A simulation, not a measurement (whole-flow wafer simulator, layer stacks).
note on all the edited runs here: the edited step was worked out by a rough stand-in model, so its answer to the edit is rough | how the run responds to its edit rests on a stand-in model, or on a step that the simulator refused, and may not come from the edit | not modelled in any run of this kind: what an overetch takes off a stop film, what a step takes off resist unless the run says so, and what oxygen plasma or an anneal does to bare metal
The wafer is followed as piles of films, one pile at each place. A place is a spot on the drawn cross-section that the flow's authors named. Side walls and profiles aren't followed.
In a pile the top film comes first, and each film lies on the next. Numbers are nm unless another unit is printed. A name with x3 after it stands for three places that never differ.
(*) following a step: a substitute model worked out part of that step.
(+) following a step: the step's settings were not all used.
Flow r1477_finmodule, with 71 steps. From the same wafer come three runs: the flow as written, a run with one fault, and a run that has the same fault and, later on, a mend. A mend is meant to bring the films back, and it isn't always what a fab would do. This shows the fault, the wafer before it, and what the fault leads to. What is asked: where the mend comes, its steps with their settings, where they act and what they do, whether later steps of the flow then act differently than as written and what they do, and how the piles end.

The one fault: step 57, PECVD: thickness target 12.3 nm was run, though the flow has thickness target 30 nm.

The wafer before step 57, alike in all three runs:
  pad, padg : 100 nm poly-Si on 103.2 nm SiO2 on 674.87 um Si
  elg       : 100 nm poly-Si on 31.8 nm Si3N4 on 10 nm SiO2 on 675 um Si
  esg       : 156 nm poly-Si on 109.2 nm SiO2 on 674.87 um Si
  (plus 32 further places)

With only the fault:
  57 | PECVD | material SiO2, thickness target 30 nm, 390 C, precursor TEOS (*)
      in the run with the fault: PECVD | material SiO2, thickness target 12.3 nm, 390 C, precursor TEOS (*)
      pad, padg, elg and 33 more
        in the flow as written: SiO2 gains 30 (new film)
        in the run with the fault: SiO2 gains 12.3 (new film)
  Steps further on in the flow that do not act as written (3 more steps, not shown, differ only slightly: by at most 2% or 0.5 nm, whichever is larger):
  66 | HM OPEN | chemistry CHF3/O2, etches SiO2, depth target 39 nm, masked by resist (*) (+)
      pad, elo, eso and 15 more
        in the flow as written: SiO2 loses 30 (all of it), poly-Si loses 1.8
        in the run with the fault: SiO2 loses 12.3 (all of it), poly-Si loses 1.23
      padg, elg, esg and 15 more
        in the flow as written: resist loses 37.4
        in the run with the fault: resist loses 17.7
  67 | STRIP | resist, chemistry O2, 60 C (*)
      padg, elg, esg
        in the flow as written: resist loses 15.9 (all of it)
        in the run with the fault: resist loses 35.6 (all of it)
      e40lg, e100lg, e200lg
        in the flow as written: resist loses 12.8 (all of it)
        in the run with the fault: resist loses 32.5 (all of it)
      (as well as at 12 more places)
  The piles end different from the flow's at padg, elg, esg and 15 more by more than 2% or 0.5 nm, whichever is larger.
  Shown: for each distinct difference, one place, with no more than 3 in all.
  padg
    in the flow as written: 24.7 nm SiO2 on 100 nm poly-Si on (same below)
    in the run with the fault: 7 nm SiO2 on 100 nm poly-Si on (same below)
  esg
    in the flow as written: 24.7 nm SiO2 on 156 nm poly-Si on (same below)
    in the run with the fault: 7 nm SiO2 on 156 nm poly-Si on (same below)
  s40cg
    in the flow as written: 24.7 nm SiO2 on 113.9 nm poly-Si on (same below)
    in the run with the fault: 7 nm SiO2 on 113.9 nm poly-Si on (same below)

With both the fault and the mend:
  The mend follows step 58.
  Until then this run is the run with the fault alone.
  58a | PECVD | material SiO2, thickness target 17.7 nm, 390 C, precursor TEOS (*) (the flow's step 57 again, with other settings)
      pad, padg, elg and 33 more
        SiO2 gains 17.7
  None of the later steps of the flow acts differently than as written at any place that is followed.
  At every place that both follow, the piles at the end match the flow's.
